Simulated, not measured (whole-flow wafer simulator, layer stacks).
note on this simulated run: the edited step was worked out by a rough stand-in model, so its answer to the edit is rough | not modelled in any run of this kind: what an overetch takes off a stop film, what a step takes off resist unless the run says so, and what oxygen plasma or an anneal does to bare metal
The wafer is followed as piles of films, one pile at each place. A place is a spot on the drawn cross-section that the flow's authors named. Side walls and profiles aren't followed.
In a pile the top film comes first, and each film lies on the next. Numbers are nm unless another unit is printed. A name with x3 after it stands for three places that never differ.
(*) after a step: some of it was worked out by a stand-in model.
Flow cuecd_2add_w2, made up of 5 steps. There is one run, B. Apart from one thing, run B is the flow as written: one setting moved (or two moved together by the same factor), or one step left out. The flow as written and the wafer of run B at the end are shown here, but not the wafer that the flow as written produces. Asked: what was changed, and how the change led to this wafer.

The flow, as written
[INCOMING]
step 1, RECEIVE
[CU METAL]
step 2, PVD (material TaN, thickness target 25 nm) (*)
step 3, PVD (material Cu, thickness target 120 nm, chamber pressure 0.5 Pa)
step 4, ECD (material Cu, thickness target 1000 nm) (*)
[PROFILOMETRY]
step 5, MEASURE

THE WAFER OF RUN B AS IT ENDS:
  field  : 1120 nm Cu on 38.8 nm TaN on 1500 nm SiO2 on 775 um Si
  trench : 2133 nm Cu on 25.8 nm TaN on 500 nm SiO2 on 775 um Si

What caused this: step 2, PVD: thickness target 38.8 nm was run, though the flow has thickness target 25 nm.
The wafer lets one read it off: field has TaN 38.8, and step 2 as written asks for 25 nm.

How this came from the change, step by step:
  step 2, PVD (material TaN, thickness target 25 nm) (*)
      field: TaN gains 38.8 (new film) (as written it would have been: TaN gains 25 (new film))
      trench: TaN gains 25.8 (new film) (as written it would have been: TaN gains 16.6 (new film))
